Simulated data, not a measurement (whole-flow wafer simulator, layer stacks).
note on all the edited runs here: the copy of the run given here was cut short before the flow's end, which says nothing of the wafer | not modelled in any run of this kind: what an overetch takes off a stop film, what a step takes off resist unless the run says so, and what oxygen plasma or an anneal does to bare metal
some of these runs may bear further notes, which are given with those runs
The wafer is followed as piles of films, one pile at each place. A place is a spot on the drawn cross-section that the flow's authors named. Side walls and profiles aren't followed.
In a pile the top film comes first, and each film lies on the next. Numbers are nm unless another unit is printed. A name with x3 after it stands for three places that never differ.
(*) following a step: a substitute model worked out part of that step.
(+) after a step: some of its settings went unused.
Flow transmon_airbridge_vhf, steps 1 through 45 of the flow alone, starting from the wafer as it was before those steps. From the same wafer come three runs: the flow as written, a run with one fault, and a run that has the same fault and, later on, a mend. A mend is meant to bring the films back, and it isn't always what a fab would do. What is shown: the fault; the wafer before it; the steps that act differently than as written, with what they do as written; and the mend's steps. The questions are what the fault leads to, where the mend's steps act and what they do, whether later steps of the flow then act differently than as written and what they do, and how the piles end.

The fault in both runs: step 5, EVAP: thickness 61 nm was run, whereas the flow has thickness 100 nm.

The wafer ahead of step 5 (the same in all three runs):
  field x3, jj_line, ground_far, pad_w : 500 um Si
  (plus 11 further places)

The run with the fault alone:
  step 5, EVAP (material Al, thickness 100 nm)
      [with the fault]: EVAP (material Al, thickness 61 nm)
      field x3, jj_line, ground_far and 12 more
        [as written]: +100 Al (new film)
        [with the fault]: +61 Al (new film)
  Later steps of the flow acting differently than as written (15 other steps are not shown; they differ only slightly, by no more than 2% or 0.5 nm, whichever is larger):
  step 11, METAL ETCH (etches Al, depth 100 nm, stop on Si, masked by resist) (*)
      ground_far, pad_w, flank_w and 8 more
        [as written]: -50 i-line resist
        [with the fault]: -45.8 i-line resist
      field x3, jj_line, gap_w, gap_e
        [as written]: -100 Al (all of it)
        [with the fault]: -61 Al (all of it)
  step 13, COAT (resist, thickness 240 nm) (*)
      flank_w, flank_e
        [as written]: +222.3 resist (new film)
        [with the fault]: +228.7 resist (new film)
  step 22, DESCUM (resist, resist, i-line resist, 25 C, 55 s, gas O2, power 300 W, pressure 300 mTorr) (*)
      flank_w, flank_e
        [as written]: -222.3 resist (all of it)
        [with the fault]: -228.7 resist (all of it)
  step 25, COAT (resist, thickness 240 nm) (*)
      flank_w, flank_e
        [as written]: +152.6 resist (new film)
        [with the fault]: +157 resist (new film)
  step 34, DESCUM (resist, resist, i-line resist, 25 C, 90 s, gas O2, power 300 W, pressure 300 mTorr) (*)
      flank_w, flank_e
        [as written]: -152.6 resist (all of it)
        [with the fault]: -157 resist (all of it)
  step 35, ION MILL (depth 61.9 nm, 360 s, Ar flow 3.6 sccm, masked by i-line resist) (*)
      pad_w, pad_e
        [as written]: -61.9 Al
        [with the fault]: -61 Al (all of it), -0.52 Si
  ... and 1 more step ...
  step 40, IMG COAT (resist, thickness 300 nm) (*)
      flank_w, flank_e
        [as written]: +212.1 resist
        [with the fault]: +218.2 resist
  The piles end different from the flow's at ground_far, pad_w, flank_w and 8 more by more than 2% or 0.5 nm, whichever is larger.
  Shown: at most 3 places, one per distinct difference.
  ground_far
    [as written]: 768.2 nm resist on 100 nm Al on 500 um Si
    [with the fault]: 768.2 nm resist on 61 nm Al on 500 um Si
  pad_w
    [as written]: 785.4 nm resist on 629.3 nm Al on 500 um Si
    [with the fault]: 786.1 nm resist on 591.2 nm Al on 500 um Si
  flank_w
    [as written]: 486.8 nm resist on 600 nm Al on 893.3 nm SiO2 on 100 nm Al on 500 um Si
    [with the fault]: 492.1 nm resist on 600 nm Al on 893.1 nm SiO2 on 61 nm Al on 500 um Si

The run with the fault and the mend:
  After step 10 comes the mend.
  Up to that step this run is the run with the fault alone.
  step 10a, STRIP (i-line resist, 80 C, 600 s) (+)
      ground_far, pad_w, flank_w and 8 more
        -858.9 i-line resist (all of it)
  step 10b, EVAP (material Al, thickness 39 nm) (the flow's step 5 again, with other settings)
      field x3, jj_line, ground_far and 12 more
        +39 Al
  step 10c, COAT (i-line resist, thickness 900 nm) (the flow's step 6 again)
      field x3, jj_line, ground_far and 12 more
        +900 i-line resist (new film)
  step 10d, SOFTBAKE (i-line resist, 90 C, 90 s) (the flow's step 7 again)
      alters no film at any place that is followed
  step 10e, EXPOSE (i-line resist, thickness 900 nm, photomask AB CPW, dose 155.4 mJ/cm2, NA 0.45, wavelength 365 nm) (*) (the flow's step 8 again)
      alters no film at any place that is followed
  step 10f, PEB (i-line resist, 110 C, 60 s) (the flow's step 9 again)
      field x3, jj_line, ground_far and 12 more
        -41 i-line resist
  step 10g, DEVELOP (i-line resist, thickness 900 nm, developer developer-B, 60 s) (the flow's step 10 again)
      ground_far, pad_w, flank_w and 8 more
        -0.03 i-line resist
      field x3, jj_line, gap_w, gap_e
        -859 i-line resist (all of it)
  None of the later steps of the flow acts differently than as written at any place that is followed.
  The piles end the same as the flow's at every place that both follow.
